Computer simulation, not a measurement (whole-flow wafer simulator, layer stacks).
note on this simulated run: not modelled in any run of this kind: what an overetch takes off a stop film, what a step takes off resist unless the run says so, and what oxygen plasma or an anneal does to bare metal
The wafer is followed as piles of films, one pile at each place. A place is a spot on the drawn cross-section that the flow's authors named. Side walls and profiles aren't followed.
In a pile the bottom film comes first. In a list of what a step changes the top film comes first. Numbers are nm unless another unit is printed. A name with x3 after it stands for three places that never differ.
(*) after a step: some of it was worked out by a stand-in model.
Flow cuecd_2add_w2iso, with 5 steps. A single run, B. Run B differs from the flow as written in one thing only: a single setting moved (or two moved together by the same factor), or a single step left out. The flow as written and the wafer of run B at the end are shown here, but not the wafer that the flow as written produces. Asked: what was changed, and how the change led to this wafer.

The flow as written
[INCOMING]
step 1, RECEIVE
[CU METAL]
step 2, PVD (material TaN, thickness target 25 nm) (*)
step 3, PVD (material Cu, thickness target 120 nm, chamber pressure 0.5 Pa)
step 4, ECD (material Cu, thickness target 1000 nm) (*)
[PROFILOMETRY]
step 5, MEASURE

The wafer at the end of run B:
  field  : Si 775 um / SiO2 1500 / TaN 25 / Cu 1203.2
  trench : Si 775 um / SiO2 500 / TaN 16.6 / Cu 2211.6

What caused this: step 3, PVD: thickness target 203.2 nm was run, whereas the flow has thickness target 120 nm.

Step by step, how the change led to this:
  step 3, PVD (material Cu, thickness target 120 nm, chamber pressure 0.5 Pa)
      field: Cu gains 203.2 (new film) (it would be, as written: Cu gains 120 (new film))
      trench: Cu gains 136.2 (new film) (it would be, as written: Cu gains 80.8 (new film))
